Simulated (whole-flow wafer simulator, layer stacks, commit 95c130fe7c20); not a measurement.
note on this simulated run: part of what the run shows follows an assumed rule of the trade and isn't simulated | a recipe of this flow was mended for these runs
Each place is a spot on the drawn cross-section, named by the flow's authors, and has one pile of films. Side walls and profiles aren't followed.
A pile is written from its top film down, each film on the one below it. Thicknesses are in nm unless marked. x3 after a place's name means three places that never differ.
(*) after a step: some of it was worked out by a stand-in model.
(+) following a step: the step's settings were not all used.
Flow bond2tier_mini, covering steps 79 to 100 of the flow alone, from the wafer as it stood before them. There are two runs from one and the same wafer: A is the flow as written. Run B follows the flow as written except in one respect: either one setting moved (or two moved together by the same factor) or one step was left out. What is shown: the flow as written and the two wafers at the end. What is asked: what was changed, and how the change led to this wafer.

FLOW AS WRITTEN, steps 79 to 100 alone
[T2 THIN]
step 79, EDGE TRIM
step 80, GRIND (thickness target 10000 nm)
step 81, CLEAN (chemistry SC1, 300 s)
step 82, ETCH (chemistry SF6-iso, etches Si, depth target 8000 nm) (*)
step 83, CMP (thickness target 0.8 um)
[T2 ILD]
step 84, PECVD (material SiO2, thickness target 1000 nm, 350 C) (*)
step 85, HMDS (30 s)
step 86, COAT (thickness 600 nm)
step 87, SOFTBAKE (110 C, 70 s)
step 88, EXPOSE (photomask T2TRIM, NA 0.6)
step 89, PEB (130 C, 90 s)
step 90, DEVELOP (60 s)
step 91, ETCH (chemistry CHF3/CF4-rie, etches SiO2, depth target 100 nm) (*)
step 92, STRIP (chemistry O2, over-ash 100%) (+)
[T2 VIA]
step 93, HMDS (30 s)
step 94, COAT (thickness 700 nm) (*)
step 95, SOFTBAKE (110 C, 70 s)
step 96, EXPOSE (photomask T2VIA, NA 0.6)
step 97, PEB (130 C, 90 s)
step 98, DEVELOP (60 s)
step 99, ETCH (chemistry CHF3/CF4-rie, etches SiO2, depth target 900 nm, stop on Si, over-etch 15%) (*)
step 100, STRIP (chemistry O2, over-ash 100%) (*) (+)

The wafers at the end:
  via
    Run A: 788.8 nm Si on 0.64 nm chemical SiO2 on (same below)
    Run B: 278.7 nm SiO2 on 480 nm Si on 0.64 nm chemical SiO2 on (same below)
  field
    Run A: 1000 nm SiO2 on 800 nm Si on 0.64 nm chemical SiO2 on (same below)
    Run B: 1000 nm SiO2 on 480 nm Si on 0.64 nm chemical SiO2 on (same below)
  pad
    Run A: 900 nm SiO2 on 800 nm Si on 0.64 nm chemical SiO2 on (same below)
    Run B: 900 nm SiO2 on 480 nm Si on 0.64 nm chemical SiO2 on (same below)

What caused this: step 83, CMP: thickness target 0.48 um was run, though the flow has thickness target 0.8 um; step 99, ETCH: depth target 540.3 nm was run, where the flow has depth target 900 nm.

Step by step, how the change led to this:
  step 83, CMP (thickness target 0.8 um)
      field, pad, via: A -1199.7 Si | B -1519.7 Si
  step 99, ETCH (chemistry CHF3/CF4-rie, etches SiO2, depth target 900 nm, stop on Si, over-etch 15%) (*)
      via: A -900 SiO2 (all of it), -11.2 Si | B -621.3 SiO2
      field, pad: A -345 thick-KrF-resist | B -207.1 thick-KrF-resist
  step 100, STRIP (chemistry O2, over-ash 100%) (*) (+)
      field: A -286.6 thick-KrF-resist (all of it) | B -424.5 thick-KrF-resist (all of it)
      pad: A -372.9 thick-KrF-resist (all of it) | B -510.8 thick-KrF-resist (all of it)
